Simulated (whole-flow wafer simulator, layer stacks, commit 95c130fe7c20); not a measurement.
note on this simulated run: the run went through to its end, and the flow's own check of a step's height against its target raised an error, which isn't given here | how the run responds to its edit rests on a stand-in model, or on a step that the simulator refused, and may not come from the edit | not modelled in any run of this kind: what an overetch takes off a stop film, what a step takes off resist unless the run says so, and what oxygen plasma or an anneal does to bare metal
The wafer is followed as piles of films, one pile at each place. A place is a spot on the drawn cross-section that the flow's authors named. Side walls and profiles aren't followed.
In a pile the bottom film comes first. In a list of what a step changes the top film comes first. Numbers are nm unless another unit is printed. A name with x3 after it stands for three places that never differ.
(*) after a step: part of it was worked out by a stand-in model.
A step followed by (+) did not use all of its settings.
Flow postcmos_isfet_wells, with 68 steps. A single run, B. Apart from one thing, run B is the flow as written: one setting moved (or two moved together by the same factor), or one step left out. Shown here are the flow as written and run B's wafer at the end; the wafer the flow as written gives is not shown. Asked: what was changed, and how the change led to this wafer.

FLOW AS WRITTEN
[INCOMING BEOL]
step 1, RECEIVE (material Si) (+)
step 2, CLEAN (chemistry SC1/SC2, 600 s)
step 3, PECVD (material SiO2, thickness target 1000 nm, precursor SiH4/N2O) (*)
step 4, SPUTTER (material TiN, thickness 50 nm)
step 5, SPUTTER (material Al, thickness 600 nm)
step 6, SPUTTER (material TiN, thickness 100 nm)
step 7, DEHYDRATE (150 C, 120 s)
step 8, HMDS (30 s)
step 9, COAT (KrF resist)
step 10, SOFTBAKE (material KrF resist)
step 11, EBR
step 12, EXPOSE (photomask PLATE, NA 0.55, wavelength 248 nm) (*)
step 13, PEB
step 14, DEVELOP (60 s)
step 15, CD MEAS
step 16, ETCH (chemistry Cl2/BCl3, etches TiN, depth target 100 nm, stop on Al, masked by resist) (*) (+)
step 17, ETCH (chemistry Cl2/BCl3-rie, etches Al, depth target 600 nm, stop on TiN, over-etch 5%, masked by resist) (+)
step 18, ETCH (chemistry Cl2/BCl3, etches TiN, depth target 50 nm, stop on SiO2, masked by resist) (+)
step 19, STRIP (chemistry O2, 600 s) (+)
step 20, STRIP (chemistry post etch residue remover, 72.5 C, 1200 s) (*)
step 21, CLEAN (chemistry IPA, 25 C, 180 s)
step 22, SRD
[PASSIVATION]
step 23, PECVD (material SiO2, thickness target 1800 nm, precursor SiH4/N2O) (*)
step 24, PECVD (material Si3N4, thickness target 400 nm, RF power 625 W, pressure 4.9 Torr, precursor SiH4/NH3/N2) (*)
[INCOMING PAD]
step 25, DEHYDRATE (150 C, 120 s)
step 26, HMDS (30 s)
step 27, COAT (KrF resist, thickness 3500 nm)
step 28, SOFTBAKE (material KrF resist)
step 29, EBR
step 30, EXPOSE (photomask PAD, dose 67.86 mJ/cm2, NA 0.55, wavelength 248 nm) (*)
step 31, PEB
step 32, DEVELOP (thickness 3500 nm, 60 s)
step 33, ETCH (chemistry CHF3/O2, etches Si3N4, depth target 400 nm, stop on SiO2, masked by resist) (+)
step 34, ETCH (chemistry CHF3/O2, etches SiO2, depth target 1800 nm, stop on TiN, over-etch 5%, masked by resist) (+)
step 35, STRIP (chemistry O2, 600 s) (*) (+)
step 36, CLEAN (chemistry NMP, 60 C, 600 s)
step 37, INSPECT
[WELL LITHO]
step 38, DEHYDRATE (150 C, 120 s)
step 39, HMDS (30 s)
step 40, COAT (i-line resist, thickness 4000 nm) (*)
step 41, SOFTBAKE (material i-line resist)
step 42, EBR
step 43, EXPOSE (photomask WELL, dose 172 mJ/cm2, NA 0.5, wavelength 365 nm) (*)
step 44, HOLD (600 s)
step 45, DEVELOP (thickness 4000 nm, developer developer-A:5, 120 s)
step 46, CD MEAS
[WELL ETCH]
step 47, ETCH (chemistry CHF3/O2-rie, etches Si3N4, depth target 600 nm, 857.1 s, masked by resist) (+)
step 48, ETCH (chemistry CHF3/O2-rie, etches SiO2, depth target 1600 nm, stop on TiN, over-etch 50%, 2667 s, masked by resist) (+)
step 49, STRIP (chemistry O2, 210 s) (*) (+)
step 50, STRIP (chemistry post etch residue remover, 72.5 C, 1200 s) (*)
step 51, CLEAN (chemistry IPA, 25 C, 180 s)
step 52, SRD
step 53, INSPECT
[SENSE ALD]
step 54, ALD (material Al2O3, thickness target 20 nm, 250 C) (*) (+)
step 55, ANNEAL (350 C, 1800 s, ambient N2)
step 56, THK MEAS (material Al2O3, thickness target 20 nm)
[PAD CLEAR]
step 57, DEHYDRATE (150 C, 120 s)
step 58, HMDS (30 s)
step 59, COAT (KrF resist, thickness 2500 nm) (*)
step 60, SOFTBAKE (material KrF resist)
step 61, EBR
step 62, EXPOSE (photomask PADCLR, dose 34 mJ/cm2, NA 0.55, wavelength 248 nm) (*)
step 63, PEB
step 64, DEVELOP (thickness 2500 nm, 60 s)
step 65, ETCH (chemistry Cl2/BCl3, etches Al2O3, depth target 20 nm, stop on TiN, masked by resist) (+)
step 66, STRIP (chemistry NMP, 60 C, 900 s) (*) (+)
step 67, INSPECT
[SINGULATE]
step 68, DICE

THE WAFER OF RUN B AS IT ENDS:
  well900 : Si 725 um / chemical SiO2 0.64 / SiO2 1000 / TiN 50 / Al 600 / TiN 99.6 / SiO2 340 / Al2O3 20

What caused this: step 48, ETCH: depth target 840 nm was run, while the flow as written has depth target 1600 nm.

Step by step, how the change led to this:
  step 48, ETCH (chemistry CHF3/O2-rie, etches SiO2, depth target 1600 nm, stop on TiN, over-etch 50%, 2667 s, masked by resist) (+)
      well900, well1300 x3: SiO2 loses 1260 (as written it would have been: SiO2 loses 1600 (all of it))
      field, margin, pad_rim, pad_clr, pad_open: i-line resist loses 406 (as written it would have been: i-line resist loses 773.3)
  step 49, STRIP (chemistry O2, 210 s) (*) (+)
      field, margin, pad_rim: i-line resist loses 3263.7 (all of it) (as written it would have been: i-line resist loses 2896.3 (all of it))
      pad_clr: i-line resist loses 2363.8 (all of it) (as written it would have been: i-line resist loses 1996.5 (all of it))
      (and at 1 other place as well)
  step 59, COAT (KrF resist, thickness 2500 nm) (*)
      field: KrF resist gains 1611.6 (new film) (as written it would have been: KrF resist gains 1449 (new film))
      margin: KrF resist gains 1611.5 (new film) (as written it would have been: KrF resist gains 1448.9 (new film))
  step 63, PEB
      field, margin: KrF resist loses 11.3 (as written it would have been: KrF resist loses 10.1)
  step 66, STRIP (chemistry NMP, 60 C, 900 s) (*) (+)
      field: KrF resist loses 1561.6 (all of it) (as written it would have been: KrF resist loses 1400.1 (all of it))
      margin: KrF resist loses 1561.5 (all of it) (as written it would have been: KrF resist loses 1400.1 (all of it))
